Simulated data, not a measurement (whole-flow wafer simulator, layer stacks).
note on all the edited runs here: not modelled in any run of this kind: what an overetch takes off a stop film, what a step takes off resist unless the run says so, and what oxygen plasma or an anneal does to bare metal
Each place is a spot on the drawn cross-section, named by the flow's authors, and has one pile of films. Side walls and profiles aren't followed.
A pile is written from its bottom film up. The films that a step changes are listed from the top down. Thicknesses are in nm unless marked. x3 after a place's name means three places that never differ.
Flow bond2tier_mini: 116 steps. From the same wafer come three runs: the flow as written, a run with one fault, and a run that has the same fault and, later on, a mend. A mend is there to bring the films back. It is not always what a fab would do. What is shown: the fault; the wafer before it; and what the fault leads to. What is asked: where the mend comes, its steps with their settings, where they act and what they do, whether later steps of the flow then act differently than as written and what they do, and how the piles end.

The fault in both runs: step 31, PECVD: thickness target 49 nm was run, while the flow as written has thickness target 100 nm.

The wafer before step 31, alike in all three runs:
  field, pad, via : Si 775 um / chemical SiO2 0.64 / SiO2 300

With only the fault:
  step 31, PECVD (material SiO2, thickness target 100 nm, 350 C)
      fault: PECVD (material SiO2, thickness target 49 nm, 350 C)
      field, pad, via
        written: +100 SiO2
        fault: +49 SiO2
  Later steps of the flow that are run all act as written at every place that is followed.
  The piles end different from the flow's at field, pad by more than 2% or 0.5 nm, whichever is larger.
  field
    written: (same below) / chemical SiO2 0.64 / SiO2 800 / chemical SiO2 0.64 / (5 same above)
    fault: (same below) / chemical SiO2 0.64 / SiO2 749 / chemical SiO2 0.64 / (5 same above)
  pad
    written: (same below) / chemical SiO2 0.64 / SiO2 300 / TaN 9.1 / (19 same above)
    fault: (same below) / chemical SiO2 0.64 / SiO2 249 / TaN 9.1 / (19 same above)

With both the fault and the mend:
  The mend follows step 31.
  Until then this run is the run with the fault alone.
  step 31a, PECVD (material SiO2, thickness target 51 nm, 350 C) (a further turn of the flow's step 31, with different settings)
      field, pad, via
        +51 SiO2
  Later steps of the flow that are run all act as written at every place that is followed.
  The piles end the same as the flow's at every place that both follow.
